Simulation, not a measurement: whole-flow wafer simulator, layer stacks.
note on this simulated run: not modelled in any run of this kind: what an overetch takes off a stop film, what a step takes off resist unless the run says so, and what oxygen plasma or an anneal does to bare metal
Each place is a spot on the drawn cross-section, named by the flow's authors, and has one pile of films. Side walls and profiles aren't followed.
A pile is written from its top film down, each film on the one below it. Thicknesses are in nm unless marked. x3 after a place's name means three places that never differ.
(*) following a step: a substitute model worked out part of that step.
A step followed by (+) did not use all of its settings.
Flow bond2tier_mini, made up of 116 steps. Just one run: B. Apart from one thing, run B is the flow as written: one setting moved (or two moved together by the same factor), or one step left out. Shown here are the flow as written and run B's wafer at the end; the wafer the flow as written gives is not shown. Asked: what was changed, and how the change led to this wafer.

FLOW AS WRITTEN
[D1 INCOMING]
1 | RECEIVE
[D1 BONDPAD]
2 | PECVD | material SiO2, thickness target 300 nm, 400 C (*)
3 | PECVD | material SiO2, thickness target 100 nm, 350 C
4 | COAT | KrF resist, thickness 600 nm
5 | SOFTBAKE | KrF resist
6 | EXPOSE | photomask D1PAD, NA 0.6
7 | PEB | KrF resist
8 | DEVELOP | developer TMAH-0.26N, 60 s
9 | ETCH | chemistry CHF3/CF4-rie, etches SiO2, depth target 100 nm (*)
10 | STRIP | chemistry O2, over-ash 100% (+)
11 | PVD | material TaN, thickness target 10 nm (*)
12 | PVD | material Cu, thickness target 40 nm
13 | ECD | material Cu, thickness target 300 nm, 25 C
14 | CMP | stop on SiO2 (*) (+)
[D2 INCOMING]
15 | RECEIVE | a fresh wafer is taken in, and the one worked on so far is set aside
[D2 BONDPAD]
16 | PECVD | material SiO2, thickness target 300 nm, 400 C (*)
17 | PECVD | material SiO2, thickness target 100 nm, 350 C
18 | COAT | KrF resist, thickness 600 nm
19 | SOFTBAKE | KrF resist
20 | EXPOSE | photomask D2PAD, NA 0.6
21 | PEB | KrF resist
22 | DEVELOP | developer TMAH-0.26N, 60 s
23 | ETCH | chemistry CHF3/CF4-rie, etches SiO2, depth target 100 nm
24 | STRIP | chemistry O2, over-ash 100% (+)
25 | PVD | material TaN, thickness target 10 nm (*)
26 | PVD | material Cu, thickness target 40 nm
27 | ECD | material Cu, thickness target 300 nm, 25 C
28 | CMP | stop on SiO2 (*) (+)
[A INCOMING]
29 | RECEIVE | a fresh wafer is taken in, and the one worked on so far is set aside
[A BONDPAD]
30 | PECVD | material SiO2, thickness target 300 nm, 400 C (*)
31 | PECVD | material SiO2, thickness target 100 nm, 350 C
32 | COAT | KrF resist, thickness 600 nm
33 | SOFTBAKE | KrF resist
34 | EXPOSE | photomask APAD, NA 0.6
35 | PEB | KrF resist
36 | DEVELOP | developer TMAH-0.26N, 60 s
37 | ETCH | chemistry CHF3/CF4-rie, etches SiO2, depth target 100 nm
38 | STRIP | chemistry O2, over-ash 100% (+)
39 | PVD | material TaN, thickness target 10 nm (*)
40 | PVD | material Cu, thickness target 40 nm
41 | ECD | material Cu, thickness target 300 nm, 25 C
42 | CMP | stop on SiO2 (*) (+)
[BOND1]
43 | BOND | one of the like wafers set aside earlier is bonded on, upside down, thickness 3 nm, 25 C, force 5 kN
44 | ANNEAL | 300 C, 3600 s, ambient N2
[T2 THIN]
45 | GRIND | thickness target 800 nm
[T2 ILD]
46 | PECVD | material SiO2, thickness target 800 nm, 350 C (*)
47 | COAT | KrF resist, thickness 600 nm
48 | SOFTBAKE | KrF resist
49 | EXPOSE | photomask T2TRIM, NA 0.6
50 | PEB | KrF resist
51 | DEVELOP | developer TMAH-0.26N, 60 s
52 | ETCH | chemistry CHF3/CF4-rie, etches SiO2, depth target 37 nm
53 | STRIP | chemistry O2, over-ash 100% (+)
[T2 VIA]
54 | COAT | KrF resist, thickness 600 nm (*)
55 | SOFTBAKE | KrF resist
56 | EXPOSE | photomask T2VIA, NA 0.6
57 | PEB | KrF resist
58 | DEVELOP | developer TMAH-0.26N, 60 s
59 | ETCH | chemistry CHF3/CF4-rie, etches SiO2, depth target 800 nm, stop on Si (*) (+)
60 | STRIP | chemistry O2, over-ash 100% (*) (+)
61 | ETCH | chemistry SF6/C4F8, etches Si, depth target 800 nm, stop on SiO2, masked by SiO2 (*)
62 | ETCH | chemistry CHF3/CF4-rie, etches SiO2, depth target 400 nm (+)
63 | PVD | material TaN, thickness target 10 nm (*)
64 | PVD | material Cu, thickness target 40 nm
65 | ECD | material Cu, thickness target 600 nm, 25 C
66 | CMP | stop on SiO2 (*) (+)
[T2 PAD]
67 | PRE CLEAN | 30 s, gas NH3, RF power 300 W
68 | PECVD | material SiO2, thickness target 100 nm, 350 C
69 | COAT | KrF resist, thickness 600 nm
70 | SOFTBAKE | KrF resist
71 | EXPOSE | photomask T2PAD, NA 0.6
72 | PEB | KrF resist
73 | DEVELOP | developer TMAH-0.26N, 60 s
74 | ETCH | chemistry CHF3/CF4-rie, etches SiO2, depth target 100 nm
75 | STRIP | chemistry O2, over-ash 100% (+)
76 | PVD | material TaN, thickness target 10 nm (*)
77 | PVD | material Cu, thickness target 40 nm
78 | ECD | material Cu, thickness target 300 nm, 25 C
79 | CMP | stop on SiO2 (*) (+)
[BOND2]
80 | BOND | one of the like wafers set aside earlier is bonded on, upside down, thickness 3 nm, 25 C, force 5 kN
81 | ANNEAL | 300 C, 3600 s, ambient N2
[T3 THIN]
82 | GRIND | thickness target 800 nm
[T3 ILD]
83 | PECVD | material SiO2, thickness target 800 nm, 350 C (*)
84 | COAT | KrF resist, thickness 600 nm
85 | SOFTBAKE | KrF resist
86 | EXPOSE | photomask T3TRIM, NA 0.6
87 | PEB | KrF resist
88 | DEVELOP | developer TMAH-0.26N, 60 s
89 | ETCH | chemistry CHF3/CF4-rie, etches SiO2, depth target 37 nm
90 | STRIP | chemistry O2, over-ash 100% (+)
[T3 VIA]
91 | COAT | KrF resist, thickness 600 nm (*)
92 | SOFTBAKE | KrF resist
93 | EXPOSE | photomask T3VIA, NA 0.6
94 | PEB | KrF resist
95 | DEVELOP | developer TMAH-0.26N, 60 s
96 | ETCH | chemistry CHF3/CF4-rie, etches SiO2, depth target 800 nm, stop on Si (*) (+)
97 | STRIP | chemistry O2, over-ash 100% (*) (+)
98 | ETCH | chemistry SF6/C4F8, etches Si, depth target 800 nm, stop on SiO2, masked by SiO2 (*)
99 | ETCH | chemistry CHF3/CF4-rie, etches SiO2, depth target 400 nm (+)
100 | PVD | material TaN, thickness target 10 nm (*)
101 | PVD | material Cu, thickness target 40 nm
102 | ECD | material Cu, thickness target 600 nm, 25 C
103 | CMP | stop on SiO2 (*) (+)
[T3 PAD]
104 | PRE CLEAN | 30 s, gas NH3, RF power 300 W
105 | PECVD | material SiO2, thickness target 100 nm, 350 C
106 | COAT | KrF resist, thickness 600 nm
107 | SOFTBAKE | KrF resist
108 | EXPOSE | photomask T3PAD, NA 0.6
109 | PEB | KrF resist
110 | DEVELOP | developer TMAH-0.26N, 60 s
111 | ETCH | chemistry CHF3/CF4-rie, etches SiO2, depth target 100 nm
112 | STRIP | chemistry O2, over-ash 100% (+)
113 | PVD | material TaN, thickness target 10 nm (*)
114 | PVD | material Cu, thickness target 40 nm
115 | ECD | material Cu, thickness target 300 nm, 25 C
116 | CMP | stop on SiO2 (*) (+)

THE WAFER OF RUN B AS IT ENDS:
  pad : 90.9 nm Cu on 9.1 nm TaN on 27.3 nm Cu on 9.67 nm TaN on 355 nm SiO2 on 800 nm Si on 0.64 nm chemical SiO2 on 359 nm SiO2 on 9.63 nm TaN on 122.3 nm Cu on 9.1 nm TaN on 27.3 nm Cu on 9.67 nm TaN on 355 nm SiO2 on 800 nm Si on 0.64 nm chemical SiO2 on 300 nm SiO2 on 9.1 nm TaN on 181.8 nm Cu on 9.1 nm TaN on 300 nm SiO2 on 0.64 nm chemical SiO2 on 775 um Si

The reason: step 23, ETCH: depth target 41 nm was run, while the flow as written has depth target 100 nm.

Step by step, how the change led to this:
  23 | ETCH | chemistry CHF3/CF4-rie, etches SiO2, depth target 100 nm
      pad, via: SiO2 loses 41 (in the flow as written it would be: SiO2 loses 100)
      field: KrF resist loses 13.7 (in the flow as written it would be: KrF resist loses 33.3)
  24 | STRIP | chemistry O2, over-ash 100% (+)
      field: KrF resist loses 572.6 (all of it) (in the flow as written it would be: KrF resist loses 552.9 (all of it))
  25 | PVD | material TaN, thickness target 10 nm (*)
      pad: TaN gains 9.63 (new film) (in the flow as written it would be: TaN gains 9.1 (new film))
  26 | PVD | material Cu, thickness target 40 nm
      pad: Cu gains 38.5 (new film) (in the flow as written it would be: Cu gains 36.4 (new film))
  27 | ECD | material Cu, thickness target 300 nm, 25 C
      pad: Cu gains 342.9 (in the flow as written it would be: Cu gains 404.5)
      via: Cu gains 341 (in the flow as written it would be: Cu gains 400.2)
  80 | BOND | one of the like wafers set aside earlier is bonded on, upside down, thickness 3 nm, 25 C, force 5 kN
      pad: Si gains 775 um (new film), chemical SiO2 gains 0.64 (new film), SiO2 gains 359 (new film), TaN gains 9.63 (new film), Cu gains 31.4 (in the flow as written it would be: Si gains 775 um (new film), chemical SiO2 gains 0.64 (new film), SiO2 gains 300 (new film), TaN gains 9.1 (new film), Cu gains 90.9)
